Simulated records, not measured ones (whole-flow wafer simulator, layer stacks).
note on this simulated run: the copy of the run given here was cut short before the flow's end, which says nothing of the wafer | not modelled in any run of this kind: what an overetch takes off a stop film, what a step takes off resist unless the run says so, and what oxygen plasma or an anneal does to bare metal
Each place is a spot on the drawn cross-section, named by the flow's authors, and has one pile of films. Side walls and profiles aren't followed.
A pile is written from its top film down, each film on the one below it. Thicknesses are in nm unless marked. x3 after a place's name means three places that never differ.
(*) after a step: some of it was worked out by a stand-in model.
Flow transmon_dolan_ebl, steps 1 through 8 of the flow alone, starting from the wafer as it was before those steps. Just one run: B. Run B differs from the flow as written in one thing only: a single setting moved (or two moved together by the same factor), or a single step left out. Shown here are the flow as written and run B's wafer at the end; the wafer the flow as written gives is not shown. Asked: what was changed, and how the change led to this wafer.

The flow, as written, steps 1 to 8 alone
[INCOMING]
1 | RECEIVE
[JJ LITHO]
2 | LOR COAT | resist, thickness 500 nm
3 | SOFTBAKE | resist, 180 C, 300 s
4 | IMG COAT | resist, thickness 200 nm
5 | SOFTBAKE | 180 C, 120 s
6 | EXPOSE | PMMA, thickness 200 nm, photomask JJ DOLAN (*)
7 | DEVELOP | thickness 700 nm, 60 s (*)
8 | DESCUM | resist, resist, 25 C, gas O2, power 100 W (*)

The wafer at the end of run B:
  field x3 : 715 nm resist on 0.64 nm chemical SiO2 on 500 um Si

Cause: step 4, IMG COAT: thickness 230 nm was run, though the flow has thickness 200 nm.

Step by step, how the change led to this:
  4 | IMG COAT | resist, thickness 200 nm
      field x3, jj_line: resist gains 230 (as written it would have been: resist gains 200)
  7 | DEVELOP | thickness 700 nm, 60 s (*)
      jj_line: resist loses 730 (all of it) (as written it would have been: resist loses 700 (all of it))
